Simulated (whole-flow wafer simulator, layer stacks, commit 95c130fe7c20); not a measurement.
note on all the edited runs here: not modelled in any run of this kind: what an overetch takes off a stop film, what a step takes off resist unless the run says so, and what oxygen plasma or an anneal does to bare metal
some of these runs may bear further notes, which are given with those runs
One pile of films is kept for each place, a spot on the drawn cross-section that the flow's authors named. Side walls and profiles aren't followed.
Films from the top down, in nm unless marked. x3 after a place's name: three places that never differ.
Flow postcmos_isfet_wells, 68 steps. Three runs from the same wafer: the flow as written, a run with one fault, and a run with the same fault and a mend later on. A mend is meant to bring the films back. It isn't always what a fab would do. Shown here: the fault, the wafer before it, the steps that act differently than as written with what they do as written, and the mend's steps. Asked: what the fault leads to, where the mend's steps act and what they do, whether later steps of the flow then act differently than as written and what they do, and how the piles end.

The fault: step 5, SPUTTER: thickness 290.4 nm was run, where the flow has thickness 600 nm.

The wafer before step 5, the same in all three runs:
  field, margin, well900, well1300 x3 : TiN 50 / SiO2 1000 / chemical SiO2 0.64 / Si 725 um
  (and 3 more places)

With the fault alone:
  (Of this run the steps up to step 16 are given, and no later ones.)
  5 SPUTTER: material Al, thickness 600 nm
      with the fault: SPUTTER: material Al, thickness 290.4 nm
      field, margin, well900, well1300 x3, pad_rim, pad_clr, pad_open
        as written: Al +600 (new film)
        with the fault: Al +290.4 (new film)
  No later step of the flow up to step 16 acts differently than as written at any place that is followed.
  After step 16 the piles differ from the flow's by more than 2% or 0.5 nm, whichever is larger, at field, margin, well900, well1300 x3, pad_rim, pad_clr, pad_open.
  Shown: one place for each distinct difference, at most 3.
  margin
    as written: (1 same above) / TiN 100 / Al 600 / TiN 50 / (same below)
    with the fault: (1 same above) / TiN 100 / Al 290.4 / TiN 50 / (same below)
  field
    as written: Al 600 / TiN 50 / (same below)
    with the fault: Al 290.4 / TiN 50 / (same below)

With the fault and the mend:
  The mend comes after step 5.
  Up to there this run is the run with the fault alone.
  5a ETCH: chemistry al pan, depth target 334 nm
      field, margin, well900, well1300 x3, pad_rim, pad_clr, pad_open
        Al -290.4 (all of it)
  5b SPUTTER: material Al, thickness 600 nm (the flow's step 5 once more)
      field, margin, well900, well1300 x3, pad_rim, pad_clr, pad_open
        Al +600 (new film)
  No later step of the flow acts differently than as written at any place that is followed.
  At the end the piles are the same as the flow's at every place that both follow.
